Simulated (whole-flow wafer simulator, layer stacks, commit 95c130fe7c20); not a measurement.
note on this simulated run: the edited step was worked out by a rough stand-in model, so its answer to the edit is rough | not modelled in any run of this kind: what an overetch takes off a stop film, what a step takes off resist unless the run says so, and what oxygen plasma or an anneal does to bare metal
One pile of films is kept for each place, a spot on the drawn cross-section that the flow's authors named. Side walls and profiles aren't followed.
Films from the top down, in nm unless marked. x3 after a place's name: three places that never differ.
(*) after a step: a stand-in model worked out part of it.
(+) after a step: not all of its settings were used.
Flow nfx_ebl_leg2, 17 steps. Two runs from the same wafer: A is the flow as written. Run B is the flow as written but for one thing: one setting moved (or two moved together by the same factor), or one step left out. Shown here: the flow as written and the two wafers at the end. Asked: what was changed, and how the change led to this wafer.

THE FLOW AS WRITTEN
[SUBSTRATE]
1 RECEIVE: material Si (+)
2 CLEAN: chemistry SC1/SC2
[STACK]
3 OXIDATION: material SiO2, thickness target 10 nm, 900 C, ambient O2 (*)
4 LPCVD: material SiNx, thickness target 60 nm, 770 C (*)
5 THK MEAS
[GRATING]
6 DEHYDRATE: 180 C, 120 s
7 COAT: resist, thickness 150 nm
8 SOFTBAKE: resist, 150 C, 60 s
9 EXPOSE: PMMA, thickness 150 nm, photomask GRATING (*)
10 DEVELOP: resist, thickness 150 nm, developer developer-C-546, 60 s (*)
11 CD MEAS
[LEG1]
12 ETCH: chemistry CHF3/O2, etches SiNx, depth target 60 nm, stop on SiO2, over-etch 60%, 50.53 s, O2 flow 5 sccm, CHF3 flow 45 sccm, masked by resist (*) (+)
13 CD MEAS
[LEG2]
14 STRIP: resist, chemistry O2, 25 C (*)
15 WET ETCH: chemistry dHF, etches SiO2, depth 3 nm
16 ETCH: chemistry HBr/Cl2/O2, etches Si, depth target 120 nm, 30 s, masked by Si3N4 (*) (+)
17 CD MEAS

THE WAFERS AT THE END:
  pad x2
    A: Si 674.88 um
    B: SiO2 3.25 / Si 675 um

The cause: step 12, ETCH: depth target 37.5 nm was run, where the flow has depth target 60 nm.

How the change led to this, step by step:
  12 ETCH: chemistry CHF3/O2, etches SiNx, depth target 60 nm, stop on SiO2, over-etch 60%, 50.53 s, O2 flow 5 sccm, CHF3 flow 45 sccm, masked by resist (*) (+)
      pad x2: A SiNx -60 (all of it), SiO2 -10 (all of it) | B SiNx -60 (all of it)
      field x2: A resist -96 | B resist -60
  14 STRIP: resist, chemistry O2, 25 C (*)
      pad x2: A chemical SiO2 +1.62 (new film), Si -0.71 | B nothing
      field x2: A resist -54 (all of it) | B resist -90 (all of it)
  15 WET ETCH: chemistry dHF, etches SiO2, depth 3 nm
      pad x2: A chemical SiO2 -1.62 (all of it) | B SiO2 -3
  16 ETCH: chemistry HBr/Cl2/O2, etches Si, depth target 120 nm, 30 s, masked by Si3N4 (*) (+)
      pad x2: A Si -120 | B SiO2 -3.75
